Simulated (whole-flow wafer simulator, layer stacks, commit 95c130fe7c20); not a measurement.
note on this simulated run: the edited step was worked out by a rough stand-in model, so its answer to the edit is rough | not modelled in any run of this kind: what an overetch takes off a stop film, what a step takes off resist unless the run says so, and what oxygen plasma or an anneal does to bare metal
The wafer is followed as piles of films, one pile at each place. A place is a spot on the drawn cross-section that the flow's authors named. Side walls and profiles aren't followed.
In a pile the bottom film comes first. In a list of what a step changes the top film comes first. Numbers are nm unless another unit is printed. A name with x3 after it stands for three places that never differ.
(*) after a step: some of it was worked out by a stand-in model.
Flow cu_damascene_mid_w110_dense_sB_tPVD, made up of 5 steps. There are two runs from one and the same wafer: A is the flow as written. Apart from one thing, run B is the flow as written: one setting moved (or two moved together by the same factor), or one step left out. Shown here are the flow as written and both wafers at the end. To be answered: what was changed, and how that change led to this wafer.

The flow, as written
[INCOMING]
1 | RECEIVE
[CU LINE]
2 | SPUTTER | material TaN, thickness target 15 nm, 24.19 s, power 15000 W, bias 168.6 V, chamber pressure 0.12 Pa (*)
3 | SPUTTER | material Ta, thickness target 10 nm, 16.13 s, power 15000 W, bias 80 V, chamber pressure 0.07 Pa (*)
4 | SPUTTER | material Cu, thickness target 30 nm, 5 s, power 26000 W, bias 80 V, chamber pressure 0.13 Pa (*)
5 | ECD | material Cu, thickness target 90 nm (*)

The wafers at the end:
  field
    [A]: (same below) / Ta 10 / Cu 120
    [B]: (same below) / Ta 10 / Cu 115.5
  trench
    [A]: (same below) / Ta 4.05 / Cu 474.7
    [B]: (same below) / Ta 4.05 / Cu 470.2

What caused this: step 4, SPUTTER: thickness target 25.5 nm was run, whereas the flow has thickness target 30 nm; step 4, SPUTTER: 4.25 s was run, where the flow has 5 s.

How this came from the change, step by step:
  4 | SPUTTER | material Cu, thickness target 30 nm, 5 s, power 26000 W, bias 80 V, chamber pressure 0.13 Pa (*)
      field: A +30 Cu (new film) | B +25.5 Cu (new film)
      trench: A +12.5 Cu (new film) | B +10.6 Cu (new film)
